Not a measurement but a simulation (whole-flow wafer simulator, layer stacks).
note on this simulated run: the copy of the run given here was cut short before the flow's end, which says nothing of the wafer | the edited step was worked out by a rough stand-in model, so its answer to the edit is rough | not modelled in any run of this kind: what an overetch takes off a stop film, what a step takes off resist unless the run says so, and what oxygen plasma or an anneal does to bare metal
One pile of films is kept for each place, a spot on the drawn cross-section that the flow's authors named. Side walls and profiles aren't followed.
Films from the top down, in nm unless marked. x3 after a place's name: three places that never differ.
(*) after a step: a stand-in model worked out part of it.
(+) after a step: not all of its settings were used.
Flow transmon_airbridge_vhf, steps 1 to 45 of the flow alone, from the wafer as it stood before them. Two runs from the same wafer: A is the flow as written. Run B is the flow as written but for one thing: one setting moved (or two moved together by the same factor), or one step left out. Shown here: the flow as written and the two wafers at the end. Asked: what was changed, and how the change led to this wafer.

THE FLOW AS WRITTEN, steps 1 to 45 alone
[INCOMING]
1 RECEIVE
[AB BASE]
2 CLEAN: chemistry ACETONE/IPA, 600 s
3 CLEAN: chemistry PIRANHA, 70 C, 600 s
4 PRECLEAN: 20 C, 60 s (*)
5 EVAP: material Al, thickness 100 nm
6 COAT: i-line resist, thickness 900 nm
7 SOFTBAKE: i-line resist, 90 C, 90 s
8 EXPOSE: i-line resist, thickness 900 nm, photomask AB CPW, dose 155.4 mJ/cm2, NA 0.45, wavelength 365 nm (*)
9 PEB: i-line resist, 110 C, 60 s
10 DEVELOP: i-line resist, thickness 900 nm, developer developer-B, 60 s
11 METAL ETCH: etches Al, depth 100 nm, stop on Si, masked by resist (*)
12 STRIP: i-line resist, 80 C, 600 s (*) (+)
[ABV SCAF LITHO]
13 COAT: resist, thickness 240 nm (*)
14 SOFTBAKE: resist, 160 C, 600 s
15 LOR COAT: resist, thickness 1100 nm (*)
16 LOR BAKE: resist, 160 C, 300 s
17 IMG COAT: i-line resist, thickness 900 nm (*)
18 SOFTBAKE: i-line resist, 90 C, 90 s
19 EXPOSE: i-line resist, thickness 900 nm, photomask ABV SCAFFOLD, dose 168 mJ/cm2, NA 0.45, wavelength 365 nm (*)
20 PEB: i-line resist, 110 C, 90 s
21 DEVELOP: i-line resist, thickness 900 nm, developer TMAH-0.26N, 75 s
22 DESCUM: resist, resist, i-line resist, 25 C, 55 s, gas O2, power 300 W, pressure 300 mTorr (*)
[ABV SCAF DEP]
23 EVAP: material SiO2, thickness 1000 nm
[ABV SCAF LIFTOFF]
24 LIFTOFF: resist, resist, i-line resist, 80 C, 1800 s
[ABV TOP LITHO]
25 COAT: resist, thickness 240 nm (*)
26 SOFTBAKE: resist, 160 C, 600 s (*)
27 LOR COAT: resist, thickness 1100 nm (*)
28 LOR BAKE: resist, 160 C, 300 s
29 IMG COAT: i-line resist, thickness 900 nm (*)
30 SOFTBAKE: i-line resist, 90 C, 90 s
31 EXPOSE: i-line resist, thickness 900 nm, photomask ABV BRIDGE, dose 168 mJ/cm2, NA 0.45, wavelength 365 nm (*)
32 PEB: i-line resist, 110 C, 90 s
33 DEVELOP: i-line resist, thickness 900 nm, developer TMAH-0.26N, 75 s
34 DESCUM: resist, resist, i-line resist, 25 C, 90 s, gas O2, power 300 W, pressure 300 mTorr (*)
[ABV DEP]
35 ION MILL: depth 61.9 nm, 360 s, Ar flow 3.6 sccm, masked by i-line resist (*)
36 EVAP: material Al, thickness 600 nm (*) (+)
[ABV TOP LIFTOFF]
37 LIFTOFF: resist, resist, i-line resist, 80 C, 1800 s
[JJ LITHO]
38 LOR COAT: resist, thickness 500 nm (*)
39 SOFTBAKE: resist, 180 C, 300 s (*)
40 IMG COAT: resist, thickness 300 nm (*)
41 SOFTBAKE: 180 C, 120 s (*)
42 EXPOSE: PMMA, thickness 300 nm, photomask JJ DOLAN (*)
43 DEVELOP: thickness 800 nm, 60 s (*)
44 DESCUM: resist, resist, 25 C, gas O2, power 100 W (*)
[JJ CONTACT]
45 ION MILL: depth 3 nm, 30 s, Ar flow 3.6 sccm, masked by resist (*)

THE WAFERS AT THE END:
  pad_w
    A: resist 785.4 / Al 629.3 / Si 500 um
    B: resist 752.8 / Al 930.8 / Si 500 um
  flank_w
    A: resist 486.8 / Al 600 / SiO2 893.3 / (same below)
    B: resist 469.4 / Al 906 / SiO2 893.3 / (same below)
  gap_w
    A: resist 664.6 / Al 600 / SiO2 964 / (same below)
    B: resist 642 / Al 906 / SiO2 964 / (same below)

The cause: step 36, EVAP: thickness 906 nm was run, where the flow has thickness 600 nm.
It can be read off the wafer: flank_w has Al 906, and step 36 as written asks for 600 nm.

How the change led to this, step by step:
  36 EVAP: material Al, thickness 600 nm (*) (+)
      field x3, jj_line, ground_far and 10 more: A Al +600 (new film) | B Al +906 (new film)
      pad_w, pad_e: A Al +591.2 | B Al +892.8
  37 LIFTOFF: resist, resist, i-line resist, 80 C, 1800 s
      field x3, jj_line, trace_open_s x2: A Al -600 (all of it), i-line resist -600 (all of it), resist -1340 (all of it) | B Al -906 (all of it), i-line resist -600 (all of it), resist -1340 (all of it)
      margin_s, margin_n: A Al -600 (all of it), i-line resist -318.3 (all of it), resist -992 (all of it) | B Al -906 (all of it), i-line resist -318.3 (all of it), resist -992 (all of it)
      (and at 1 more place)
  38 LOR COAT: resist, thickness 500 nm (*)
      pad_w, pad_e: A resist +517 (new film) | B resist +496.8 (new film)
      flank_w, flank_e: A resist +306.5 (new film) | B resist +299 (new film)
      (and at 6 more places)
  40 IMG COAT: resist, thickness 300 nm (*)
      pad_w, pad_e: A resist +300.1 | B resist +287.8
      flank_w, flank_e: A resist +212.1 | B resist +202.2
      (and at 6 more places)
